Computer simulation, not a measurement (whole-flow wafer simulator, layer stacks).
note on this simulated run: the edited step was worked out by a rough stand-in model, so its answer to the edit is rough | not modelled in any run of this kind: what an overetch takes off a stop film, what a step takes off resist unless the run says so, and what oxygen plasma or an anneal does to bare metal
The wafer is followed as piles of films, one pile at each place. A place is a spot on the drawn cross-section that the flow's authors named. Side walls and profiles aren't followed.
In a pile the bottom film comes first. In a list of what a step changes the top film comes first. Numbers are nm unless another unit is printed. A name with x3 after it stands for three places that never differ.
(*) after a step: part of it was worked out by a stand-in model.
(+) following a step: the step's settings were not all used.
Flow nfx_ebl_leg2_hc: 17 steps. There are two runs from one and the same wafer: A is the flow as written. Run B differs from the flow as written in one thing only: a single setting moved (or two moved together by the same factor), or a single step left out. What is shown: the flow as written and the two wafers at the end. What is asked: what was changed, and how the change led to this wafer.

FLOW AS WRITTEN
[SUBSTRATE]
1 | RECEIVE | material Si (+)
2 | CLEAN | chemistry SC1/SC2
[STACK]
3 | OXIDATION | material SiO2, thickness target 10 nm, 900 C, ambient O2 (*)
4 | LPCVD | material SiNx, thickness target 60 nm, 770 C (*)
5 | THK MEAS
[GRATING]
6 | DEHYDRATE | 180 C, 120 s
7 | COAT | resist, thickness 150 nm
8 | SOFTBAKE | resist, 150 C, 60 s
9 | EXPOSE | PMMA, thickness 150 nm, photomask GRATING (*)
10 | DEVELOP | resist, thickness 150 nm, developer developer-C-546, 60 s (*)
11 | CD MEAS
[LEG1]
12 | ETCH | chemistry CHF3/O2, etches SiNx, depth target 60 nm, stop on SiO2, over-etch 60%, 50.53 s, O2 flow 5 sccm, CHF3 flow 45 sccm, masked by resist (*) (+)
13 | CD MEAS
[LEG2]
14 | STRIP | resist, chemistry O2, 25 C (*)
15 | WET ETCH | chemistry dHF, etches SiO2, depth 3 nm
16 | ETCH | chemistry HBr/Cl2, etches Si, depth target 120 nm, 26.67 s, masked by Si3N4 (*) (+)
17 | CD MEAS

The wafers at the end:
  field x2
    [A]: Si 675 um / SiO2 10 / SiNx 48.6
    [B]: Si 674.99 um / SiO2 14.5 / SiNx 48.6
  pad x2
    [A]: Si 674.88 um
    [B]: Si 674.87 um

What caused this: step 3, OXIDATION: thickness target 14.5 nm was run, while the flow as written has thickness target 10 nm.
The wafer lets one read it off: field x2 has SiO2 14.5, and step 3 as written asks for 10 nm.

How this came from the change, step by step:
  3 | OXIDATION | material SiO2, thickness target 10 nm, 900 C, ambient O2 (*)
      field x2, pad x2: A +10 SiO2 (new film), -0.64 chemical SiO2 (all of it), -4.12 Si | B +14.5 SiO2 (new film), -0.64 chemical SiO2 (all of it), -6.1 Si
  12 | ETCH | chemistry CHF3/O2, etches SiNx, depth target 60 nm, stop on SiO2, over-etch 60%, 50.53 s, O2 flow 5 sccm, CHF3 flow 45 sccm, masked by resist (*) (+)
      pad x2: A -60 SiNx (all of it), -10 SiO2 (all of it) | B -60 SiNx (all of it), -14.5 SiO2 (all of it)
